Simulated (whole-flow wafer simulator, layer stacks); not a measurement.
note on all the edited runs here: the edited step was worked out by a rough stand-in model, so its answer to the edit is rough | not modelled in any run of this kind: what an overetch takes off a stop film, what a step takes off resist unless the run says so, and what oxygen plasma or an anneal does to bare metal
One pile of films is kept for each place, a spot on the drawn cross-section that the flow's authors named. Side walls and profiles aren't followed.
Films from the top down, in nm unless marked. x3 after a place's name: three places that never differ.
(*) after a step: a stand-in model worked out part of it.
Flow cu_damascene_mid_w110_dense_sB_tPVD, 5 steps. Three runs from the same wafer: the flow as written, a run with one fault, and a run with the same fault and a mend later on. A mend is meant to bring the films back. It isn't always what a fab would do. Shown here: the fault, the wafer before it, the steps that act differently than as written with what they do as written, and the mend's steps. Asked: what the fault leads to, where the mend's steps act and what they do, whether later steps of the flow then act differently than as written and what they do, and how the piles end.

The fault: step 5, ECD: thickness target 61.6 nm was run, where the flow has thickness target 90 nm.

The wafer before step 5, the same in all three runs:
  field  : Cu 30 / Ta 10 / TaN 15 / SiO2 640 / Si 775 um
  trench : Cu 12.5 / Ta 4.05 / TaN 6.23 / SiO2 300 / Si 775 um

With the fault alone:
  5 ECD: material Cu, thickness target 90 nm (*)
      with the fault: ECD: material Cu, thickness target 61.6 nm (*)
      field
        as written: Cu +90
        with the fault: Cu +61.6
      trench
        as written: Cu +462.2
        with the fault: Cu +433.8
  No later step of the flow acts differently than as written at any place that is followed.
  At the end the piles differ from the flow's by more than 2% or 0.5 nm, whichever is larger, at field, trench.
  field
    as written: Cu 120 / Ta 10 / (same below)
    with the fault: Cu 91.6 / Ta 10 / (same below)
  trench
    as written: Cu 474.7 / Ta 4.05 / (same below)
    with the fault: Cu 446.3 / Ta 4.05 / (same below)

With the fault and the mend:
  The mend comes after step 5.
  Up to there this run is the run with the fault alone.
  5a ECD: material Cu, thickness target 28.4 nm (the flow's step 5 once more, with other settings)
      field, trench
        Cu +28.4
  No later step of the flow acts differently than as written at any place that is followed.
  At the end the piles are the same as the flow's at every place that both follow.
